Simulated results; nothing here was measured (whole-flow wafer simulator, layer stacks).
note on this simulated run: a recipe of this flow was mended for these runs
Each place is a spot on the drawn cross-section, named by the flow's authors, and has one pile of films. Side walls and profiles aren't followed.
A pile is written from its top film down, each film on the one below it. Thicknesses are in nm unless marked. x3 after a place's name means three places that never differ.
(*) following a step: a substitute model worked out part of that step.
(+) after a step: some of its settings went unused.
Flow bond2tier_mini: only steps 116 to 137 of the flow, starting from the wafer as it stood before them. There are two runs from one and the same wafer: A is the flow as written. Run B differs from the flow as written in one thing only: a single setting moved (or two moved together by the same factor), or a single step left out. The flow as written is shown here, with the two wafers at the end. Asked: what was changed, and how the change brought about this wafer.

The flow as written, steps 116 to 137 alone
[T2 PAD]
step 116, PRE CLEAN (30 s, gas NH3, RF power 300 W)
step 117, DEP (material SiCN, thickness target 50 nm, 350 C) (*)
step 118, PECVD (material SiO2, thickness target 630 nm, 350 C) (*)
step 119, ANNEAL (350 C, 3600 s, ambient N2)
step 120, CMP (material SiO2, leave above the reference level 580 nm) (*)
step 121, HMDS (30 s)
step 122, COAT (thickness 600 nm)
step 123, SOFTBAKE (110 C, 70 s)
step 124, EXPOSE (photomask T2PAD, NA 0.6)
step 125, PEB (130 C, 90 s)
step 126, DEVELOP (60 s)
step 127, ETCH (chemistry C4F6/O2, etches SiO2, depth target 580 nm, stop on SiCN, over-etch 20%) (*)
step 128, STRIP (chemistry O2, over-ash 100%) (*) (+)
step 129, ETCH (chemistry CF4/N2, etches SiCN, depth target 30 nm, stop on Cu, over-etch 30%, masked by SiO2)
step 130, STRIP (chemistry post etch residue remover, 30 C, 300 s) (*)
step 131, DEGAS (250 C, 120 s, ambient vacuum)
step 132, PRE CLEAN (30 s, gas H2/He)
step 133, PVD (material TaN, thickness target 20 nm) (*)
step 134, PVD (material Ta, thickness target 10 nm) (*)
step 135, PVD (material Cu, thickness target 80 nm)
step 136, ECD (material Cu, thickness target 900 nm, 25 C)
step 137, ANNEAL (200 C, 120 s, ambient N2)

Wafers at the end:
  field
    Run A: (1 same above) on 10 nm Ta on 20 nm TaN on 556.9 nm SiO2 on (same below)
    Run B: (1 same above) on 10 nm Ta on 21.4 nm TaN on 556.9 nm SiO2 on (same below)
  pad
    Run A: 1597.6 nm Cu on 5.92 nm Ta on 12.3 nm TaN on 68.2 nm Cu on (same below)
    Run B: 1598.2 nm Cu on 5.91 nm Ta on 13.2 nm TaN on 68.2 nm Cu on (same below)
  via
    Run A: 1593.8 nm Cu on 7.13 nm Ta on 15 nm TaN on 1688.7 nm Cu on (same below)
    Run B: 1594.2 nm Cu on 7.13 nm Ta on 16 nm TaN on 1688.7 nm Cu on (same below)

The reason: step 133, PVD: thickness target 21.4 nm was run, though the flow has thickness target 20 nm.
The wafer itself shows it: field has TaN 21.4, and step 133 as written asks for 20 nm.

How this came from the change, step by step:
  step 133, PVD (material TaN, thickness target 20 nm) (*)
      field: A TaN gains 20 (new film) | B TaN gains 21.4 (new film)
      pad: A TaN gains 12.3 (new film) | B TaN gains 13.2 (new film)
      (also at 1 further place)
